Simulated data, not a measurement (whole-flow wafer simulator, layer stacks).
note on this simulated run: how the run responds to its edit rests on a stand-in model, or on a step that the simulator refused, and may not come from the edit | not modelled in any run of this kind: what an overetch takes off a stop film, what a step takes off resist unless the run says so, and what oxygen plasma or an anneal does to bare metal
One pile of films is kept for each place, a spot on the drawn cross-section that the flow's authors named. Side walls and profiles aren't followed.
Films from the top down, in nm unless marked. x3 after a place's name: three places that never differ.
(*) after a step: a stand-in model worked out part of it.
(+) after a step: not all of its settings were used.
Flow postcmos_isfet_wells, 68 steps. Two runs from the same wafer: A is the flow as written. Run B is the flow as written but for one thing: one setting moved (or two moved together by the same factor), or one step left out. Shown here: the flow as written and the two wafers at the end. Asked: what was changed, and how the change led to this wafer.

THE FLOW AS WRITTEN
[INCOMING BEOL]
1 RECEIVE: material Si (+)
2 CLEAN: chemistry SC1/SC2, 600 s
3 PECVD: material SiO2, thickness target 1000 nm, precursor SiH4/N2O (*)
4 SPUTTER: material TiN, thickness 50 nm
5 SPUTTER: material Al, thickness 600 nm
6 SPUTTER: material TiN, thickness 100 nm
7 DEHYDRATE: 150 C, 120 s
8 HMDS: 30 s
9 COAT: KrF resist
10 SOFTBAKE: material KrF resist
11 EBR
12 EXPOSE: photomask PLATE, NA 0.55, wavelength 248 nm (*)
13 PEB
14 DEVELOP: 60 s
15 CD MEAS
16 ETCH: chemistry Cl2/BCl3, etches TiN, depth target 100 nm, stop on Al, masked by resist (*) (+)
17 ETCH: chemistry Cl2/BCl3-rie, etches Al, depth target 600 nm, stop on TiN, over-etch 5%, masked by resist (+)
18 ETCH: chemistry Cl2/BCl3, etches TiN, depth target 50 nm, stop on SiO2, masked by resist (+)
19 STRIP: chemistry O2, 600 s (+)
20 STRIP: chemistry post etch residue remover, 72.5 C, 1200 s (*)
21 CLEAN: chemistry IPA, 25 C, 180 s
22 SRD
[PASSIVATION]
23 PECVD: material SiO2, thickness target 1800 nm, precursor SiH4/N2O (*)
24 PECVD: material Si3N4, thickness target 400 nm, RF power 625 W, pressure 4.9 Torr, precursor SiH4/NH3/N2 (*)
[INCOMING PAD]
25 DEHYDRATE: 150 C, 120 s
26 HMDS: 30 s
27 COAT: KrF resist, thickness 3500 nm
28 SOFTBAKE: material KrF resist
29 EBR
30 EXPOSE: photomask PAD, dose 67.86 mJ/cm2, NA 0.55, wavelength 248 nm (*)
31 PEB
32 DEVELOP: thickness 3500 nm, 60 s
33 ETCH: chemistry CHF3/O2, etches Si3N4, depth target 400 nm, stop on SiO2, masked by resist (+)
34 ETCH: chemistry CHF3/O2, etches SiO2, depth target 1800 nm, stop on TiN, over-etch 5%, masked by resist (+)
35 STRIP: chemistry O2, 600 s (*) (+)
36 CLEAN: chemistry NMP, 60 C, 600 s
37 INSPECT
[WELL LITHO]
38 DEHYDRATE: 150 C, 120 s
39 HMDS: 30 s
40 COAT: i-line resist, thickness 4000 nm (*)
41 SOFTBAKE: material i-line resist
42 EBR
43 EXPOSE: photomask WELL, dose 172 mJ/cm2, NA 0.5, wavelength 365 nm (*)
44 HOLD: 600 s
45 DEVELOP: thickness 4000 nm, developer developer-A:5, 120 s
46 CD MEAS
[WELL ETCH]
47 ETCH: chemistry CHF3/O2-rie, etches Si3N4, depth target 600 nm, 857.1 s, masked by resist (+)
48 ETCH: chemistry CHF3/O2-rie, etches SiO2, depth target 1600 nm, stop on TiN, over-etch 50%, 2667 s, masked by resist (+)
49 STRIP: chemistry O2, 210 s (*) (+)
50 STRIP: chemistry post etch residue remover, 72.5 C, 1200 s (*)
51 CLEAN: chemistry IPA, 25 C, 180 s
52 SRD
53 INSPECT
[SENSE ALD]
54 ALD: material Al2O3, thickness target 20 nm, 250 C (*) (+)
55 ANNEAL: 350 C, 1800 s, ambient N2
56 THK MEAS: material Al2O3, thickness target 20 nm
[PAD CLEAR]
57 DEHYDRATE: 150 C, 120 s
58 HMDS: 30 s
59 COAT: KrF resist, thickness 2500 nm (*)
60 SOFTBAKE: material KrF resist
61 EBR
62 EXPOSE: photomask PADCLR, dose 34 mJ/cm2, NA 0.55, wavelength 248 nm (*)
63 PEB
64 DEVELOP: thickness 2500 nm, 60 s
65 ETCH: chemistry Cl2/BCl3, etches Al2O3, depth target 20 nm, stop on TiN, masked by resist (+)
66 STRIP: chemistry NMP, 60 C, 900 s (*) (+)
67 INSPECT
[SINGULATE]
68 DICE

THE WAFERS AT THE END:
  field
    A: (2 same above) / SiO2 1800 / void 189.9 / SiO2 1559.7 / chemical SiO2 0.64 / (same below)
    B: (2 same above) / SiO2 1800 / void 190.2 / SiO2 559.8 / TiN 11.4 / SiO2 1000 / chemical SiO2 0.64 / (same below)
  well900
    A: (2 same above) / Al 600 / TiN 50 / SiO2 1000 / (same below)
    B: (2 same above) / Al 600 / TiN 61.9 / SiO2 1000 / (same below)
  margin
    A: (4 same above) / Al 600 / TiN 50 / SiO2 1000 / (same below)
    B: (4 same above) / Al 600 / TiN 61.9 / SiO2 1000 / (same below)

The cause: step 4, SPUTTER: thickness 61.85 nm was run, where the flow has thickness 50 nm.
It can be read off the wafer: well900 has TiN 61.9, and step 4 as written asks for 50 nm.

How the change led to this, step by step:
  4 SPUTTER: material TiN, thickness 50 nm
      field, margin, well900, well1300 x3, pad_rim, pad_clr, pad_open: A TiN +50 (new film) | B TiN +61.9 (new film)
  18 ETCH: chemistry Cl2/BCl3, etches TiN, depth target 50 nm, stop on SiO2, masked by resist (+)
      field: A TiN -50 (all of it) | B TiN -50
  23 PECVD: material SiO2, thickness target 1800 nm, precursor SiH4/N2O (*)
      field: A SiO2 +1800 (new film), void +189.9 (new film), SiO2 +559.7 | B SiO2 +1800 (new film), void +190.2 (new film), SiO2 +559.8 (new film)
Counting metal films that touch as one body, field has 1 body; the flow as written gives 0 bodies.
